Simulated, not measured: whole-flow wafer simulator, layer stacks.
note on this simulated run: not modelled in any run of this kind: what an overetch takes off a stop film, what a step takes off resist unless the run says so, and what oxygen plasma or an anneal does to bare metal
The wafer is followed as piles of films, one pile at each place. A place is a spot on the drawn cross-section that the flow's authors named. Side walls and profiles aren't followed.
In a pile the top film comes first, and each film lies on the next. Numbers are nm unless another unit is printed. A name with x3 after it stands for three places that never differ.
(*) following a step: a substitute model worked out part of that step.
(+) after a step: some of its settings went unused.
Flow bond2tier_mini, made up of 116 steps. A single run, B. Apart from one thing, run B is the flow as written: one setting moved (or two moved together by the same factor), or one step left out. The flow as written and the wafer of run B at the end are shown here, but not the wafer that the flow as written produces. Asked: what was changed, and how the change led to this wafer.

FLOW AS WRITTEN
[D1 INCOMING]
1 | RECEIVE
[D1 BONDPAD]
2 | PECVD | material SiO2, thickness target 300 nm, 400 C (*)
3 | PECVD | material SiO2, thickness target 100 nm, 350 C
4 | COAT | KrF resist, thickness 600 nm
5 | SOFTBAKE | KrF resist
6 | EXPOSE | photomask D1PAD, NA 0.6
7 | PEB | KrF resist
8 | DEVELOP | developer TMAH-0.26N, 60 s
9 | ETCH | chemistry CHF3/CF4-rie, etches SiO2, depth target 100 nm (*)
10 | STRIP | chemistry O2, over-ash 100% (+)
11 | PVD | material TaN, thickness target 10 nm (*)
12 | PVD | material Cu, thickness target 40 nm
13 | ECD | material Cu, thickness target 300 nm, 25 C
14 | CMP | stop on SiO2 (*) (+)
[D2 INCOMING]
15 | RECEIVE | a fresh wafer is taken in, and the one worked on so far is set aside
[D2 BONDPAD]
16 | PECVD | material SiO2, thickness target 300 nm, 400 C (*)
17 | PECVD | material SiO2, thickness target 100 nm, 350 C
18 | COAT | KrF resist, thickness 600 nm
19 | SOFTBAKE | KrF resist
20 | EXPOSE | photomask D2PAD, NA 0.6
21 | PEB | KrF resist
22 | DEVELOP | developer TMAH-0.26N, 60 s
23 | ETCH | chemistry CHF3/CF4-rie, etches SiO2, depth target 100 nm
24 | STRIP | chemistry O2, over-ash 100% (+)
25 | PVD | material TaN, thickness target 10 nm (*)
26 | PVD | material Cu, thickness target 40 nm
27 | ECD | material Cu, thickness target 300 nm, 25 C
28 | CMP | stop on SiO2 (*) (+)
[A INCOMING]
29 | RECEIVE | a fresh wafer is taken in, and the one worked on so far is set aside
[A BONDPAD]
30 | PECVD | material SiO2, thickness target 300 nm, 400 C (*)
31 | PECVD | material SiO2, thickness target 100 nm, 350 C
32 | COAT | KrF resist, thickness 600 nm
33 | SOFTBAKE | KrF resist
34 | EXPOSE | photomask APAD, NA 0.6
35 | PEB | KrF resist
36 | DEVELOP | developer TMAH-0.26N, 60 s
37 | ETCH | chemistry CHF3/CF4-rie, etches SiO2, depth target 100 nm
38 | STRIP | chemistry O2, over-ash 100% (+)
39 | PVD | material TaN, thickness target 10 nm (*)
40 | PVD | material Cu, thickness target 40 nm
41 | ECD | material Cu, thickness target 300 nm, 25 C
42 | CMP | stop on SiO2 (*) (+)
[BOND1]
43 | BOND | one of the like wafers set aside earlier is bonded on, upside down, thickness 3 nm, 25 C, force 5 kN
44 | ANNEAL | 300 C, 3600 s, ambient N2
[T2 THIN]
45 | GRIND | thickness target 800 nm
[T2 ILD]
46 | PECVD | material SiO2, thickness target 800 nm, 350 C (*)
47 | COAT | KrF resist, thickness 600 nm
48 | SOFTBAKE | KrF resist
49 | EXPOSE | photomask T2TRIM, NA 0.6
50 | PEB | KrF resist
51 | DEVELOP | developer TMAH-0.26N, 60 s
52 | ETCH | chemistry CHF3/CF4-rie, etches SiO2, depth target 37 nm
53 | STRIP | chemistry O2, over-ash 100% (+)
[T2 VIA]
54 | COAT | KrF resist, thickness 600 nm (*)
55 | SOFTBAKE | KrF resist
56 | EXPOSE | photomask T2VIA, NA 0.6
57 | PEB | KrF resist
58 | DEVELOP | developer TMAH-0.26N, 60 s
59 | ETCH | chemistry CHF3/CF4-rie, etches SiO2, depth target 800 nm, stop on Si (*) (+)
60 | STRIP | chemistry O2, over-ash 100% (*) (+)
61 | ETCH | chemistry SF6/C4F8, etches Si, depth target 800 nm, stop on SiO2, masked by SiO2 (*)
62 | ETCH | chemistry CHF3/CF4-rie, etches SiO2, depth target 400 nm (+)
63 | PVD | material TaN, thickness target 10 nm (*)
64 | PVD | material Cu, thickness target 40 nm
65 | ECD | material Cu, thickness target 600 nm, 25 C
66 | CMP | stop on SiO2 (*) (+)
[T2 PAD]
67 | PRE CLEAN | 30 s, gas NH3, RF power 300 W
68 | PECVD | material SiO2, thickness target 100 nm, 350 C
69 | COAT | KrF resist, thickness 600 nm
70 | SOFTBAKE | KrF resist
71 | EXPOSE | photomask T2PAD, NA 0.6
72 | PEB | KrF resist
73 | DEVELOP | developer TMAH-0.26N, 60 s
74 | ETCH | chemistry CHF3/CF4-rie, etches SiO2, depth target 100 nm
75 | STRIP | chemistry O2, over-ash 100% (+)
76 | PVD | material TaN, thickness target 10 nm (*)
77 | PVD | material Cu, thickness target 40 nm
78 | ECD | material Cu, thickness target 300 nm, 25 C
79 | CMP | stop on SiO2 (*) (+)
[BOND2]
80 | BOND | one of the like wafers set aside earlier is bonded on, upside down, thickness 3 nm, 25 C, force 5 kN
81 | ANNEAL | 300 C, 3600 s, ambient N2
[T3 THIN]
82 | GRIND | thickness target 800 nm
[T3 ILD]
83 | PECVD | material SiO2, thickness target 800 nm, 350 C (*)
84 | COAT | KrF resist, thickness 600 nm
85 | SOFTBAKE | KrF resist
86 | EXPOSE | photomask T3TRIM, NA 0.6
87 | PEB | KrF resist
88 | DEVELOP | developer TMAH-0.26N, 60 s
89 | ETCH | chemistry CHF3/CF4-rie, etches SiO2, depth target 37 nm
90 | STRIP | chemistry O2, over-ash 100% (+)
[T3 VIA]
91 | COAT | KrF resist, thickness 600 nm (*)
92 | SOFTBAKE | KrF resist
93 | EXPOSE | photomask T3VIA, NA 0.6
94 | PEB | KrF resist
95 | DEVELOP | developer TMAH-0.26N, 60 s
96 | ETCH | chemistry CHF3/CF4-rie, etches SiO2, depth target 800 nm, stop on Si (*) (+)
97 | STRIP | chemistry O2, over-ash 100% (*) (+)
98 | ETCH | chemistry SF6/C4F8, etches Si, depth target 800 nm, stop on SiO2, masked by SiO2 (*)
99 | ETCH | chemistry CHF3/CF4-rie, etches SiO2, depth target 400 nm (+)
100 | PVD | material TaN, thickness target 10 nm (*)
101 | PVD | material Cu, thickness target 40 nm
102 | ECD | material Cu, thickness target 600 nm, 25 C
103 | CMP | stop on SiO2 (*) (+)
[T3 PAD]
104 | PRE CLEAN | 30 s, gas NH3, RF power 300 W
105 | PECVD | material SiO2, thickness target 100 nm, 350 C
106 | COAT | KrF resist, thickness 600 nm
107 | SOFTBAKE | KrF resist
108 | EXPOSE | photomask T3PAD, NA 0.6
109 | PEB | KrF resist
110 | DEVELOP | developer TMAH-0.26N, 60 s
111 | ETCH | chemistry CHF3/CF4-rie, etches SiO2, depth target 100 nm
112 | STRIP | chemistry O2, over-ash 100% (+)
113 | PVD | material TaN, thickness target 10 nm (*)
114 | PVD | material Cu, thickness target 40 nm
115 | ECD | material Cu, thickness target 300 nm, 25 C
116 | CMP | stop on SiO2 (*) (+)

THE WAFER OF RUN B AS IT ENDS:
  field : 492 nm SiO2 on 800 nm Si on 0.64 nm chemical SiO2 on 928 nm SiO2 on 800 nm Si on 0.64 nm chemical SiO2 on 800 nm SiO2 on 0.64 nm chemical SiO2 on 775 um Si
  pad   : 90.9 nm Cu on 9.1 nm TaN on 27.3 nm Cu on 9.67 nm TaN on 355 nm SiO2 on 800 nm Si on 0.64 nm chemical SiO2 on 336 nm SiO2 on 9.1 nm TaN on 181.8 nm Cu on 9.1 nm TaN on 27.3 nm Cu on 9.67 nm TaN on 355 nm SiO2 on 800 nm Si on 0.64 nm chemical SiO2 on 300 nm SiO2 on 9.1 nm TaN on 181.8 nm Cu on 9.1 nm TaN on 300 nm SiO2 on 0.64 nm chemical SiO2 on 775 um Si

The reason: step 17, PECVD: thickness target 136 nm was run, though the flow has thickness target 100 nm.

Step by step, how the change led to this:
  17 | PECVD | material SiO2, thickness target 100 nm, 350 C
      field, pad, via: +136 SiO2 (as written it would have been: +100 SiO2)
  80 | BOND | one of the like wafers set aside earlier is bonded on, upside down, thickness 3 nm, 25 C, force 5 kN
      field: +775 um Si (new film), +0.64 chemical SiO2 (new film), +436 SiO2 (as written it would have been: +775 um Si (new film), +0.64 chemical SiO2 (new film), +400 SiO2)
      pad: +775 um Si (new film), +0.64 chemical SiO2 (new film), +336 SiO2 (new film), +9.1 TaN (new film), +90.9 Cu (as written it would have been: +775 um Si (new film), +0.64 chemical SiO2 (new film), +300 SiO2 (new film), +9.1 TaN (new film), +90.9 Cu)
